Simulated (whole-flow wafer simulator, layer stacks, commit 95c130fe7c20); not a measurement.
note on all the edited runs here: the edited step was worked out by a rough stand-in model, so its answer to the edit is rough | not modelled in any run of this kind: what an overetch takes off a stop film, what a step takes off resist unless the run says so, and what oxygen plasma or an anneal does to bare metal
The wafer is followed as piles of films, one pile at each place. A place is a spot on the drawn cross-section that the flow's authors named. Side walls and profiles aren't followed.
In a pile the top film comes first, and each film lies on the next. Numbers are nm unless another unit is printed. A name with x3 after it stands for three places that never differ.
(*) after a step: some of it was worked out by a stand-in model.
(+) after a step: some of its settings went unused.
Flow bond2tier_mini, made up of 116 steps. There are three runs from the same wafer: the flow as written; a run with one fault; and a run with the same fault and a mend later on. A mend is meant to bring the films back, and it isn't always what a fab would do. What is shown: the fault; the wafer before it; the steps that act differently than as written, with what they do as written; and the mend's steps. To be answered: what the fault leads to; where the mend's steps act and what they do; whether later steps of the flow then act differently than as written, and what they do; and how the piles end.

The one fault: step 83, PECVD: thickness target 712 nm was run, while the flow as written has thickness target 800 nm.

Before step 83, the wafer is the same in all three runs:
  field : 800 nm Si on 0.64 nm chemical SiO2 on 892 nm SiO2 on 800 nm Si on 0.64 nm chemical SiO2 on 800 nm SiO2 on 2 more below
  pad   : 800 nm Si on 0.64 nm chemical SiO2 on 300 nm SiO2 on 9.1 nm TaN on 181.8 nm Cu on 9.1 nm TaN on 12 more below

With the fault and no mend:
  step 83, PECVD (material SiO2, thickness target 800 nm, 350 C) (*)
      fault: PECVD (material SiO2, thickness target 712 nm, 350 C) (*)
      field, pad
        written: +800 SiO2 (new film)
        fault: +712 SiO2 (new film)
  Every later step of the flow that is run acts as written at every place that is followed.
  By the end, the piles at field, pad depart from the flow's by more than 2% or 0.5 nm, whichever is larger.
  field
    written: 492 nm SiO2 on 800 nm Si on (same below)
    fault: 404 nm SiO2 on 800 nm Si on (same below)
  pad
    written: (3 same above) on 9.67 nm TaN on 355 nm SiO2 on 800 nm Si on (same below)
    fault: (3 same above) on 9.67 nm TaN on 267 nm SiO2 on 800 nm Si on (same below)

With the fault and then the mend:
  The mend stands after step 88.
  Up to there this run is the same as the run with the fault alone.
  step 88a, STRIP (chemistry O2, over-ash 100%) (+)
      field
        -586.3 KrF resist (all of it)
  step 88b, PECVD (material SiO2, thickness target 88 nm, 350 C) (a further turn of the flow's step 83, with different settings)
      field, pad
        +88 SiO2
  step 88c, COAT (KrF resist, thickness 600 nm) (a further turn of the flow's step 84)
      field, pad
        +600 KrF resist (new film)
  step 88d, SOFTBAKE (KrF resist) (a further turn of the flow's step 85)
      leaves every film unchanged at each place that is followed
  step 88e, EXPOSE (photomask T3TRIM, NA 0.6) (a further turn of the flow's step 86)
      leaves every film unchanged at each place that is followed
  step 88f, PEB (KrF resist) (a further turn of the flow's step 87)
      leaves every film unchanged at each place that is followed
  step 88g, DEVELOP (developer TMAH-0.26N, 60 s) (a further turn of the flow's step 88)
      field
        -13.7 KrF resist
      pad
        -600 KrF resist (all of it)
  Every later step of the flow that is run acts as written at every place that is followed.
  At every place that both follow, the piles at the end match the flow's.
